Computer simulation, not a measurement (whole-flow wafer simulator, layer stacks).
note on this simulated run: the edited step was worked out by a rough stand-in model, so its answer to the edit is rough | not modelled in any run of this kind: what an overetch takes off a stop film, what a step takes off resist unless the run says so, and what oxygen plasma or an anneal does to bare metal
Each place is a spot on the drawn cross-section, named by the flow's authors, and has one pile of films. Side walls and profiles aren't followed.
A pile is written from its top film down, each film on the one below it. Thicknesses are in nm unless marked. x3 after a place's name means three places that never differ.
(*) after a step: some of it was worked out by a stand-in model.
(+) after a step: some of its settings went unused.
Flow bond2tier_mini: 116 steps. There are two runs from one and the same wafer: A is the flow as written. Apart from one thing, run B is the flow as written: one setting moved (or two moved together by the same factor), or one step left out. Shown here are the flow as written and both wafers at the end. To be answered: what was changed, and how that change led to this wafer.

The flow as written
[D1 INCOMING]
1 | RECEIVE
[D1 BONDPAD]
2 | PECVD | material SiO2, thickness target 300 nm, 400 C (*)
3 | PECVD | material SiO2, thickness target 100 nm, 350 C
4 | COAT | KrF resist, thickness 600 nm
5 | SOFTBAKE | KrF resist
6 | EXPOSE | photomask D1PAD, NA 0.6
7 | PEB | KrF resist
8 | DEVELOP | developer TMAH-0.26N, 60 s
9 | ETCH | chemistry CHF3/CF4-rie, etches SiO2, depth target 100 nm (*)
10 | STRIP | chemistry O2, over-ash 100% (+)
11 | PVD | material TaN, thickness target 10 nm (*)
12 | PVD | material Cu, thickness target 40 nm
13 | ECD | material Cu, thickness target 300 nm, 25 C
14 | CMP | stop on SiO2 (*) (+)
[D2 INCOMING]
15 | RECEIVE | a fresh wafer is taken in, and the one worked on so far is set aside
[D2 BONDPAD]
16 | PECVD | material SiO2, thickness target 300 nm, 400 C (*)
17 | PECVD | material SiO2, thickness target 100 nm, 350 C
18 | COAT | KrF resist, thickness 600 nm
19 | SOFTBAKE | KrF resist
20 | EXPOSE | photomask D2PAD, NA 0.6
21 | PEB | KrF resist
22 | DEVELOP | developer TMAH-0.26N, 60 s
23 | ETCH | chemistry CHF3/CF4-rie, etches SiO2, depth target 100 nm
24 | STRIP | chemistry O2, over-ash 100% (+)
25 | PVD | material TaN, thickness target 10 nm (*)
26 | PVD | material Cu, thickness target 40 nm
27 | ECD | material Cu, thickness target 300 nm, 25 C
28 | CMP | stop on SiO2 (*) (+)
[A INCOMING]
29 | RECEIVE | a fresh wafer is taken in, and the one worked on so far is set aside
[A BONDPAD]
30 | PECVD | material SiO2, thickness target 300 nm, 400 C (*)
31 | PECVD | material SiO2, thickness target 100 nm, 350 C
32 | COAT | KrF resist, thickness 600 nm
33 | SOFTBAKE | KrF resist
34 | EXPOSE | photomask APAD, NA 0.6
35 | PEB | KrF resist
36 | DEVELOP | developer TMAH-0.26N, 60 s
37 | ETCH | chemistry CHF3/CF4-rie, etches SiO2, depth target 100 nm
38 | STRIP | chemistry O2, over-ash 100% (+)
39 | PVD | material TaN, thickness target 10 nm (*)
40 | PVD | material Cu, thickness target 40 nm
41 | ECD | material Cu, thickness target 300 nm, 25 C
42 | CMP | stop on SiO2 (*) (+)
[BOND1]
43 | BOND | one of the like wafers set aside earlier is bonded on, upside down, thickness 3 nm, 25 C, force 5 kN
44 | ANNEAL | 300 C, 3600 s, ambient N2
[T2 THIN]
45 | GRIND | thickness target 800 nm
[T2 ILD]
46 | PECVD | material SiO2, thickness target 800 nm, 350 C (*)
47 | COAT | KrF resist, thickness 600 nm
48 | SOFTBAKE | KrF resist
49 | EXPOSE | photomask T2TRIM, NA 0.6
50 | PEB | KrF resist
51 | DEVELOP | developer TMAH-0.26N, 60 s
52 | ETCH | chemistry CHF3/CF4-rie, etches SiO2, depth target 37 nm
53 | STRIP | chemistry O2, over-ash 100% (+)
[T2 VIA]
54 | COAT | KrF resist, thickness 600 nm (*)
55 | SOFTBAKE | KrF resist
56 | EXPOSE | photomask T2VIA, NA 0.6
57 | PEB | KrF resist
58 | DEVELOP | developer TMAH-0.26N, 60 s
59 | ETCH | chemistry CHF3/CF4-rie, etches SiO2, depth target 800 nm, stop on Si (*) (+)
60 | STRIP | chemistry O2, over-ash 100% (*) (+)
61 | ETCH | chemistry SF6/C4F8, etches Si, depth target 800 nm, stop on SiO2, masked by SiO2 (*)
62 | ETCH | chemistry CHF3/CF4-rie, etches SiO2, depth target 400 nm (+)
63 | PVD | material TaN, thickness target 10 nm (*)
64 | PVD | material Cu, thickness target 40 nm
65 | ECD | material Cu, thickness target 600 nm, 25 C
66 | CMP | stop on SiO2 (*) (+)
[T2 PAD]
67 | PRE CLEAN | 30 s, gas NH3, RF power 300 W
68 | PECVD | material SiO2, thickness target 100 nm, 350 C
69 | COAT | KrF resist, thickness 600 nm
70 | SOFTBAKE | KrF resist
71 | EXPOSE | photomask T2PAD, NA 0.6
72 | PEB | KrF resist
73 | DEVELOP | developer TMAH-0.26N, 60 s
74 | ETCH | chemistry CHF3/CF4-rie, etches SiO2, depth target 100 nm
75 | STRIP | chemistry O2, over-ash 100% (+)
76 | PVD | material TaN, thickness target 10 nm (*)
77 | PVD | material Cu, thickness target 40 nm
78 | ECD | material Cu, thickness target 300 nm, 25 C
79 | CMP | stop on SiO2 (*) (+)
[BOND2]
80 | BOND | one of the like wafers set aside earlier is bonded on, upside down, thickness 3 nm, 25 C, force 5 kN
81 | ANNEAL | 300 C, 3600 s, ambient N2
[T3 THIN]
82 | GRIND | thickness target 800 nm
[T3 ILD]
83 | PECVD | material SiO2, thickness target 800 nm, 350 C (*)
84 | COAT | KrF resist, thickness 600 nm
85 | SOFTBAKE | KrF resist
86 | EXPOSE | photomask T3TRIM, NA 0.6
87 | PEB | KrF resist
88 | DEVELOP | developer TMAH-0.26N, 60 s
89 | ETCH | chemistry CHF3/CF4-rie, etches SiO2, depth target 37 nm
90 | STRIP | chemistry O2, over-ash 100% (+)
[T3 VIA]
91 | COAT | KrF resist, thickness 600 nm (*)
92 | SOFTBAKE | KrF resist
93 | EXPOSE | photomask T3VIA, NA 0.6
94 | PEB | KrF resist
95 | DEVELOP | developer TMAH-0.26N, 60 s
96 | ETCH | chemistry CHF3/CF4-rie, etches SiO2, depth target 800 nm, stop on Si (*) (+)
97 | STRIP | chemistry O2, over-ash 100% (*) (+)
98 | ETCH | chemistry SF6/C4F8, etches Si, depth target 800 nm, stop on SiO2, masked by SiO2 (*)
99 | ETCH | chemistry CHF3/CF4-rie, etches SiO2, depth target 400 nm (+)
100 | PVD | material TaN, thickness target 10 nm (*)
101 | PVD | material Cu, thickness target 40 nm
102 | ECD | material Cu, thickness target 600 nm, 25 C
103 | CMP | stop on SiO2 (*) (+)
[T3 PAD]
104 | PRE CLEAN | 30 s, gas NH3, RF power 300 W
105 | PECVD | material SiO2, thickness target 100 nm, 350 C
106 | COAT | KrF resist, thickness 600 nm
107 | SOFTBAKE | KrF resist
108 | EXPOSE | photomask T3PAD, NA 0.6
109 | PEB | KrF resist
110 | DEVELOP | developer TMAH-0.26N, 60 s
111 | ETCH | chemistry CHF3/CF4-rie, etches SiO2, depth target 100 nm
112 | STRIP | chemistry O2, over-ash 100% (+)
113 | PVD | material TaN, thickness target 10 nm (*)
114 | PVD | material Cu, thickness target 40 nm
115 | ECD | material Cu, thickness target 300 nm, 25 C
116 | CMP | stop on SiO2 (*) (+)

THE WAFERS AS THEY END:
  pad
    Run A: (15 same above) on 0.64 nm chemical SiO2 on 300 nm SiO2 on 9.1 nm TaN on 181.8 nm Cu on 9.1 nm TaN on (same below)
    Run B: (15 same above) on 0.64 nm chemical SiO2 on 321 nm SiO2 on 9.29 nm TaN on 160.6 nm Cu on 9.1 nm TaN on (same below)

What caused this: step 9, ETCH: depth target 79 nm was run, though the flow has depth target 100 nm.

Step by step, how the change led to this:
  9 | ETCH | chemistry CHF3/CF4-rie, etches SiO2, depth target 100 nm (*)
      pad, via: A -100 SiO2 | B -79 SiO2
      field: A -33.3 KrF resist | B -26.3 KrF resist
  13 | ECD | material Cu, thickness target 300 nm, 25 C
      pad: A +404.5 Cu | B +382.6 Cu
      via: A +400.2 Cu | B +379.1 Cu
  43 | BOND | one of the like wafers set aside earlier is bonded on, upside down, thickness 3 nm, 25 C, force 5 kN
      pad: A +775 um Si (new film), +0.64 chemical SiO2 (new film), +300 SiO2 (new film), +9.1 TaN (new film), +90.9 Cu | B +775 um Si (new film), +0.64 chemical SiO2 (new film), +321 SiO2 (new film), +9.29 TaN (new film), +69.7 Cu
      via: A +775 um Si (new film), +0.64 chemical SiO2 (new film), +300 SiO2 (new film), +9.97 TaN (new film), +90 Cu | B +775 um Si (new film), +0.64 chemical SiO2 (new film), +321 SiO2 (new film), +9.99 TaN (new film), +69 Cu
